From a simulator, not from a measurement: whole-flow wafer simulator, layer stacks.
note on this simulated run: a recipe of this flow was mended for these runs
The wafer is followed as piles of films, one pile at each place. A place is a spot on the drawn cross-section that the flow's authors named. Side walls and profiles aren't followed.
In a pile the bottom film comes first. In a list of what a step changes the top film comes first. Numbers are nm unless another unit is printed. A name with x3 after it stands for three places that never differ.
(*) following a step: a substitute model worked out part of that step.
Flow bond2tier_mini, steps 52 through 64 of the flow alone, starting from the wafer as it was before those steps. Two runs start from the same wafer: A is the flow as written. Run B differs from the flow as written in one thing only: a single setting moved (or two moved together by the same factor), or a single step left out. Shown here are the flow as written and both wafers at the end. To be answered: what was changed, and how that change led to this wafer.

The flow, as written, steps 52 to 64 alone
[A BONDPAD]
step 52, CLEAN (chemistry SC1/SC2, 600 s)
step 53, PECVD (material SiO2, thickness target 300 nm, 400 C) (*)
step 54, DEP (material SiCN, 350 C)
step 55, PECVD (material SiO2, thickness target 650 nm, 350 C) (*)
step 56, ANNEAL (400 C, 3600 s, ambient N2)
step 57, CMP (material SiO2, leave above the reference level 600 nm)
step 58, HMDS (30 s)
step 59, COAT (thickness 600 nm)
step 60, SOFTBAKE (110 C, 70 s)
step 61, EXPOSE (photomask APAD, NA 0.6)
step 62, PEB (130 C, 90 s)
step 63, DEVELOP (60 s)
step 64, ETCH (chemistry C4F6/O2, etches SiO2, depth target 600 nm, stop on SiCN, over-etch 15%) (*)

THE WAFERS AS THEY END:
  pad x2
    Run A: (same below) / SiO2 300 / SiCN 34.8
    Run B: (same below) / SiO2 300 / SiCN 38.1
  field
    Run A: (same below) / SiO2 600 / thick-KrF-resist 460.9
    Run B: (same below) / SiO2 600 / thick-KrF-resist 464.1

Cause: step 64, ETCH: over-etch 11.8% was run, while the flow as written has over-etch 15%.

How this came from the change, step by step:
  step 64, ETCH (chemistry C4F6/O2, etches SiO2, depth target 600 nm, stop on SiCN, over-etch 15%) (*)
      pad x2: A SiO2 loses 600 (all of it), SiCN loses 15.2 | B SiO2 loses 600 (all of it), SiCN loses 11.9
      field: A thick-KrF-resist loses 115 | B thick-KrF-resist loses 111.8
